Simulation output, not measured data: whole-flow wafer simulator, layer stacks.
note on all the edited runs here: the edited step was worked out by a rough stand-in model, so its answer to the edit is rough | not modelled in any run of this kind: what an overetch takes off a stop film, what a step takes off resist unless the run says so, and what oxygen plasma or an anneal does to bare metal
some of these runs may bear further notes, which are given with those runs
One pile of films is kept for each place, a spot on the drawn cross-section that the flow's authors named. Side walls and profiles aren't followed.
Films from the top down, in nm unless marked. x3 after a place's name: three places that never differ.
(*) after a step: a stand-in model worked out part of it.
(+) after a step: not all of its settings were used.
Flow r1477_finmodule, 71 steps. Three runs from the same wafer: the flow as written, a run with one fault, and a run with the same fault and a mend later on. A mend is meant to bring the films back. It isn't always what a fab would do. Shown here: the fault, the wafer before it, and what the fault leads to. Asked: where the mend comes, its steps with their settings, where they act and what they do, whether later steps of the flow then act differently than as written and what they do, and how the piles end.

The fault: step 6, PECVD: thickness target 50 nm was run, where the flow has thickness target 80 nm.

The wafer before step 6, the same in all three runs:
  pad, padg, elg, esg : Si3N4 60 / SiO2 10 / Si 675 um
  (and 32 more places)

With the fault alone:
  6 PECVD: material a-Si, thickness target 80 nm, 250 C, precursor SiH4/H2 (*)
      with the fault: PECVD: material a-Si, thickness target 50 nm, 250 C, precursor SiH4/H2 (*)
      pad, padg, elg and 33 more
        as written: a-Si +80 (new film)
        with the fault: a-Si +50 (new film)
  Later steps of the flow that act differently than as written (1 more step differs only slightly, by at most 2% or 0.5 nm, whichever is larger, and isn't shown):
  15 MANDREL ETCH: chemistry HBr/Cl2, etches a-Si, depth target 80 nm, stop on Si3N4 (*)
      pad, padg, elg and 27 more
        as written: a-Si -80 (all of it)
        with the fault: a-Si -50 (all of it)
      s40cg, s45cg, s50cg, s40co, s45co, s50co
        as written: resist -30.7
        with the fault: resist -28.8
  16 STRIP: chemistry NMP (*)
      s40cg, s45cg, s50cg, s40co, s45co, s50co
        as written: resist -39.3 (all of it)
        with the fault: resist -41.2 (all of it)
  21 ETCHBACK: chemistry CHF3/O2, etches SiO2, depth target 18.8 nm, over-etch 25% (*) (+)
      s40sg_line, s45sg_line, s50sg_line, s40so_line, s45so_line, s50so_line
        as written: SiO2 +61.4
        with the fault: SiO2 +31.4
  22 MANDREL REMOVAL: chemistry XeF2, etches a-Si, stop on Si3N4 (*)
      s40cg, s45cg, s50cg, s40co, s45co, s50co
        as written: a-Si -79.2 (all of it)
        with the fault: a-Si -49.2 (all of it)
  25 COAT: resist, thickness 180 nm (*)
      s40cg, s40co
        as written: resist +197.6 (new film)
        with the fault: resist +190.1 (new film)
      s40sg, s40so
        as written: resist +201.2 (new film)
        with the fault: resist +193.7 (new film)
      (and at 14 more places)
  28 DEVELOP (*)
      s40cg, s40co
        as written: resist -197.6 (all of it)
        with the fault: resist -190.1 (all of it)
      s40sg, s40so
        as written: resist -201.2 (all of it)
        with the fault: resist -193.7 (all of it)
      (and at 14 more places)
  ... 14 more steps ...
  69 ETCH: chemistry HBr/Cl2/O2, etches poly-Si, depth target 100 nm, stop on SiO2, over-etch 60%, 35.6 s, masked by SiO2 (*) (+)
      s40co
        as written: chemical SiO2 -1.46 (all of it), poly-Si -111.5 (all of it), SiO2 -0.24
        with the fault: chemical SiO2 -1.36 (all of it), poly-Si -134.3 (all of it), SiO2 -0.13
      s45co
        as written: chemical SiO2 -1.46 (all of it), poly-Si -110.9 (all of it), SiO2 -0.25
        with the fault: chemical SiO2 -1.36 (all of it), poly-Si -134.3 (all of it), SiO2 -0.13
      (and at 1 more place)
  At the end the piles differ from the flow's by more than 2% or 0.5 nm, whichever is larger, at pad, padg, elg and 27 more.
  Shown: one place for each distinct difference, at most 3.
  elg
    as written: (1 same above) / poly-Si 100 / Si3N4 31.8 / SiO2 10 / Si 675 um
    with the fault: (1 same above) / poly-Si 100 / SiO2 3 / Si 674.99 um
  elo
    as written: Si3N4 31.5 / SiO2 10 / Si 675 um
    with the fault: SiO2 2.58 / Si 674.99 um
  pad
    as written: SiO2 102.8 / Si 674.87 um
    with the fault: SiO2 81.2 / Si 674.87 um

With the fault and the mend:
  The mend comes after step 7.
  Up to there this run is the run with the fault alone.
  7a PECVD: material a-Si, thickness target 30 nm, 250 C, precursor SiH4/H2 (*) (the flow's step 6 once more, with other settings)
      pad, padg, elg and 33 more
        a-Si +30
  No later step of the flow acts differently than as written at any place that is followed.
  At the end the piles are the same as the flow's at every place that both follow.
